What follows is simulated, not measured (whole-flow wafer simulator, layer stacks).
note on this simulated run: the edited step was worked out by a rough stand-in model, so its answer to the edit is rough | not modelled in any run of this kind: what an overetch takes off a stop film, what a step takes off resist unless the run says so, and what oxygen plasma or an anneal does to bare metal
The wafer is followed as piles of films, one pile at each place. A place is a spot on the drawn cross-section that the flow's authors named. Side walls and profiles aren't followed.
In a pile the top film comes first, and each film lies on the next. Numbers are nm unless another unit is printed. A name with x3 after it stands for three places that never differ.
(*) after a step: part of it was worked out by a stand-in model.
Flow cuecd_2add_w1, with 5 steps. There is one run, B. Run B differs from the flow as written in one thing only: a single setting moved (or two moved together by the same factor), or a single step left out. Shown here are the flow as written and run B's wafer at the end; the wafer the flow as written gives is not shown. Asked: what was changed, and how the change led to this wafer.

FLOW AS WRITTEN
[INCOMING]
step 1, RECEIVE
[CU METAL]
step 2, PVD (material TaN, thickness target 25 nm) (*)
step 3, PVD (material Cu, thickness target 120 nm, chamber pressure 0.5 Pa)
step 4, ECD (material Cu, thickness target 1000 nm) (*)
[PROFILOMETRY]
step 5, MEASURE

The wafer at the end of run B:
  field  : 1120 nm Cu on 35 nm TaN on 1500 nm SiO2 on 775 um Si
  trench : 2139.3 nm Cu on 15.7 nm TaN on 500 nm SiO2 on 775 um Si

The reason: step 2, PVD: thickness target 35 nm was run, though the flow has thickness target 25 nm.
The wafer itself shows it: field has TaN 35, and step 2 as written asks for 25 nm.

How this came from the change, step by step:
  step 2, PVD (material TaN, thickness target 25 nm) (*)
      field: +35 TaN (new film) (in the flow as written it would be: +25 TaN (new film))
      trench: +15.7 TaN (new film) (in the flow as written it would be: +11.2 TaN (new film))
